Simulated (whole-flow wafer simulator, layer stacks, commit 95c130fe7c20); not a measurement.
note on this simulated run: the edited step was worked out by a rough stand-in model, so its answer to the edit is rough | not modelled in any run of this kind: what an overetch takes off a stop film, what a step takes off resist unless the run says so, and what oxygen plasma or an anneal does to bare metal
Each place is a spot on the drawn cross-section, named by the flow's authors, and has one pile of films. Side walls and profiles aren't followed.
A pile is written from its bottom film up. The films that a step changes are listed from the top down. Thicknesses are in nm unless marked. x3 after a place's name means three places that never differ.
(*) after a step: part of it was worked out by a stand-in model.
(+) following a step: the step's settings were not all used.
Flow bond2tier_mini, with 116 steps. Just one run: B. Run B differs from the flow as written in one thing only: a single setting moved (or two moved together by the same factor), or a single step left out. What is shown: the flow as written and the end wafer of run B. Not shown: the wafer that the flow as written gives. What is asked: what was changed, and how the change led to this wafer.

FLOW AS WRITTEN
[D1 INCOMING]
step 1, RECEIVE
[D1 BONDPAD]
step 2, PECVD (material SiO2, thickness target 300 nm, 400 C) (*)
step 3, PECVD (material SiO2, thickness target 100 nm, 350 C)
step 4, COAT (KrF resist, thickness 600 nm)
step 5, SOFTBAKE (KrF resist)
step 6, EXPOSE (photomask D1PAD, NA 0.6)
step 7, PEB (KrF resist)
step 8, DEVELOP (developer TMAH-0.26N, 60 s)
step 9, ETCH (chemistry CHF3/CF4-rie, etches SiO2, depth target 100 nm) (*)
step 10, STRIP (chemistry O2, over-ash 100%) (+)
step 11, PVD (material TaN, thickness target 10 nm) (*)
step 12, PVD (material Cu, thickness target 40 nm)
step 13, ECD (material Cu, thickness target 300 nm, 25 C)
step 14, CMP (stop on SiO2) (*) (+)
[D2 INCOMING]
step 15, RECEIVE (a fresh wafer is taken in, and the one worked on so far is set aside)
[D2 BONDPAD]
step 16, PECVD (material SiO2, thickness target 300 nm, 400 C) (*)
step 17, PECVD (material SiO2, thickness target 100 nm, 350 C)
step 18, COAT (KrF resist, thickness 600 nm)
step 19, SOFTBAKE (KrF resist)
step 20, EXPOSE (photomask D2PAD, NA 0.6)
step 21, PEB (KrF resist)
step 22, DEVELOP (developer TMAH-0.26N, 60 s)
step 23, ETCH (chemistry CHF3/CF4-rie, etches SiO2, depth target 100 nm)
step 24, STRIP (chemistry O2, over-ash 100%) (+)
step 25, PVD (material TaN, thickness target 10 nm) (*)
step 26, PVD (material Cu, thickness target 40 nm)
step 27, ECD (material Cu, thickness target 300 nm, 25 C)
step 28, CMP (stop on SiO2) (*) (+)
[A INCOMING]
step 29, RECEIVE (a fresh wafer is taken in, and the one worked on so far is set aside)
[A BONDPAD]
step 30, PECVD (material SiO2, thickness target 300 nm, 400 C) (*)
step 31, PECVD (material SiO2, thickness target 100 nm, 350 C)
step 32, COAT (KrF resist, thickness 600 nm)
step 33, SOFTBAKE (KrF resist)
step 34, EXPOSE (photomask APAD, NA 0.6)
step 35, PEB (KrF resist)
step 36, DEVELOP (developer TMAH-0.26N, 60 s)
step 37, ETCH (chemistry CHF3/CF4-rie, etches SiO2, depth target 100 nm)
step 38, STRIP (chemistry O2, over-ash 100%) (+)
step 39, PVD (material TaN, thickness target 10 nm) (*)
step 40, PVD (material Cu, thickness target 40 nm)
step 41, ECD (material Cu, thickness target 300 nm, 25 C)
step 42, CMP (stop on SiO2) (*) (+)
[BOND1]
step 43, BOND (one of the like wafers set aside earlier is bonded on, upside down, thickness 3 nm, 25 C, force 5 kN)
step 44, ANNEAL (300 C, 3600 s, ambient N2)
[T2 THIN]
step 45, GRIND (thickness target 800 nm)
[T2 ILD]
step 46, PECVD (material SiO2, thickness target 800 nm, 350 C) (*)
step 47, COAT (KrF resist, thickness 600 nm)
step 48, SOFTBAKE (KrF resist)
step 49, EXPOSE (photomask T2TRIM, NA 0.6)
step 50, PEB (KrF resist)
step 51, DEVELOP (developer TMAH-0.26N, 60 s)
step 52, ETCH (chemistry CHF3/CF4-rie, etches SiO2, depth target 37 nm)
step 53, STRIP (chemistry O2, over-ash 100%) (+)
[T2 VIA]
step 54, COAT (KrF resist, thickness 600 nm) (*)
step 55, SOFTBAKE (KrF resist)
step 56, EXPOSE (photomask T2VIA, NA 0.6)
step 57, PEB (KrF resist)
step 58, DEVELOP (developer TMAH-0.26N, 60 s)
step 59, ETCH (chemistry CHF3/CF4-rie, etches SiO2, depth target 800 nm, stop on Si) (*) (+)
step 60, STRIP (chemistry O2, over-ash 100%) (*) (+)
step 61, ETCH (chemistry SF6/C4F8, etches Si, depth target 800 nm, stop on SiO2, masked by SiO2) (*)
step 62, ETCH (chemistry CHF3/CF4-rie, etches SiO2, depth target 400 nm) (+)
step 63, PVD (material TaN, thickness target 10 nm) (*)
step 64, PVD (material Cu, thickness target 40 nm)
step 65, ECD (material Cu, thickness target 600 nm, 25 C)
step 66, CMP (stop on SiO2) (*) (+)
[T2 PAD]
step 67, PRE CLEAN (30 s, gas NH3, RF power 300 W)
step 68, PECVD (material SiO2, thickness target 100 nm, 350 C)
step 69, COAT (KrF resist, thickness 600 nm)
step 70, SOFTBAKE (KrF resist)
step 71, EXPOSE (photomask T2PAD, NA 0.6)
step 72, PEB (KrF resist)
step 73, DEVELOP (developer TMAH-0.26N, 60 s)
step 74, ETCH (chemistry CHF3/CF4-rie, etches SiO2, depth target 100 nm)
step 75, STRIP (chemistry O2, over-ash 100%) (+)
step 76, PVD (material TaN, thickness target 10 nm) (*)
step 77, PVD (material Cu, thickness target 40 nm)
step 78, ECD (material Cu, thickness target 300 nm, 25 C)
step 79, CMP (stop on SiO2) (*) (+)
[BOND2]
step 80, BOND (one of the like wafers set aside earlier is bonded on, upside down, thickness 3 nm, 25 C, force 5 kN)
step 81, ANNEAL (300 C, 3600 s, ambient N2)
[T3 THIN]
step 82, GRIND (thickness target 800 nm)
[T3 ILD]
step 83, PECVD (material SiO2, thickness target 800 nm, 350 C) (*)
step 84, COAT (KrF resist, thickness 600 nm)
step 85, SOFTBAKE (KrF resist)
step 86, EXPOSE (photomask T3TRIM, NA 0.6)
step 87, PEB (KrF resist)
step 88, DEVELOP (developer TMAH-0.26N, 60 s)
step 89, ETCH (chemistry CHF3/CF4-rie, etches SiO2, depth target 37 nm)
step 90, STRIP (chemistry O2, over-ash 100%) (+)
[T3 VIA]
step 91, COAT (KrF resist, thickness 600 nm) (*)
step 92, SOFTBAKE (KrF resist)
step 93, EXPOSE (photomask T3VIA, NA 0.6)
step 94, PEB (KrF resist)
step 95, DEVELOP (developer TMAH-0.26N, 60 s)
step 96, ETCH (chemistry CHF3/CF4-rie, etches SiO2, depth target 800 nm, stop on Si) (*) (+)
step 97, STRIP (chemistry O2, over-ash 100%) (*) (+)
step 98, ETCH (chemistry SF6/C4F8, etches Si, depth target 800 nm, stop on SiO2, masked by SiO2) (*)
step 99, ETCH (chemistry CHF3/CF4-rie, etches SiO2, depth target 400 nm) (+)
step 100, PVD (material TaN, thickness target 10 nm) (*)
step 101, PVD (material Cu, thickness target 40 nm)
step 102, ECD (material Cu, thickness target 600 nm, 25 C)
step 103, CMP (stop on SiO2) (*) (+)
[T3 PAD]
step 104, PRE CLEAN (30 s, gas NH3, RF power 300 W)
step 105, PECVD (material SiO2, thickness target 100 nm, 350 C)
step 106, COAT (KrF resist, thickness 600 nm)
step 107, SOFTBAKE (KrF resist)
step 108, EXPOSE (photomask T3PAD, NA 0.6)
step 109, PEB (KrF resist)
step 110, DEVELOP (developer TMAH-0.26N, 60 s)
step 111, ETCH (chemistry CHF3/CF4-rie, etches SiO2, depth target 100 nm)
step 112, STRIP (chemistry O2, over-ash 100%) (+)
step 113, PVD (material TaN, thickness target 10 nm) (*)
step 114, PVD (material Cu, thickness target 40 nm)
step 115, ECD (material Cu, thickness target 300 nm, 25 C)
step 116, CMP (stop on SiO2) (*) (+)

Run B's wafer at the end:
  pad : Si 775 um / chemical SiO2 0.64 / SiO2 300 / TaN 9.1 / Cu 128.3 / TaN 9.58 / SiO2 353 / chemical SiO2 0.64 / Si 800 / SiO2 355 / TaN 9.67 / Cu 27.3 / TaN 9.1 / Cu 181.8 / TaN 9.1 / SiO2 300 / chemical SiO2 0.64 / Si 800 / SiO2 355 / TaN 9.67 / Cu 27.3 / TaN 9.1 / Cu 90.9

What caused this: step 9, ETCH: depth target 47 nm was run, while the flow as written has depth target 100 nm.

Step by step, how the change led to this:
  step 9, ETCH (chemistry CHF3/CF4-rie, etches SiO2, depth target 100 nm) (*)
      pad, via: -47 SiO2 (in the flow as written it would be: -100 SiO2)
      field: -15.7 KrF resist (in the flow as written it would be: -33.3 KrF resist)
  step 10, STRIP (chemistry O2, over-ash 100%) (+)
      field: -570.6 KrF resist (all of it) (in the flow as written it would be: -552.9 KrF resist (all of it))
  step 12, PVD (material Cu, thickness target 40 nm)
      pad: +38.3 Cu (new film) (in the flow as written it would be: +36.4 Cu (new film))
  step 13, ECD (material Cu, thickness target 300 nm, 25 C)
      pad: +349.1 Cu (in the flow as written it would be: +404.5 Cu)
      via: +347 Cu (in the flow as written it would be: +400.2 Cu)
  step 43, BOND (one of the like wafers set aside earlier is bonded on, upside down, thickness 3 nm, 25 C, force 5 kN)
      pad: +775 um Si (new film), +0.64 chemical SiO2 (new film), +353 SiO2 (new film), +9.58 TaN (new film), +37.4 Cu (in the flow as written it would be: +775 um Si (new film), +0.64 chemical SiO2 (new film), +300 SiO2 (new film), +9.1 TaN (new film), +90.9 Cu)
      via: +775 um Si (new film), +0.64 chemical SiO2 (new film), +353 SiO2 (new film), +10 TaN (new film), +37 Cu (in the flow as written it would be: +775 um Si (new film), +0.64 chemical SiO2 (new film), +300 SiO2 (new film), +9.97 TaN (new film), +90 Cu)
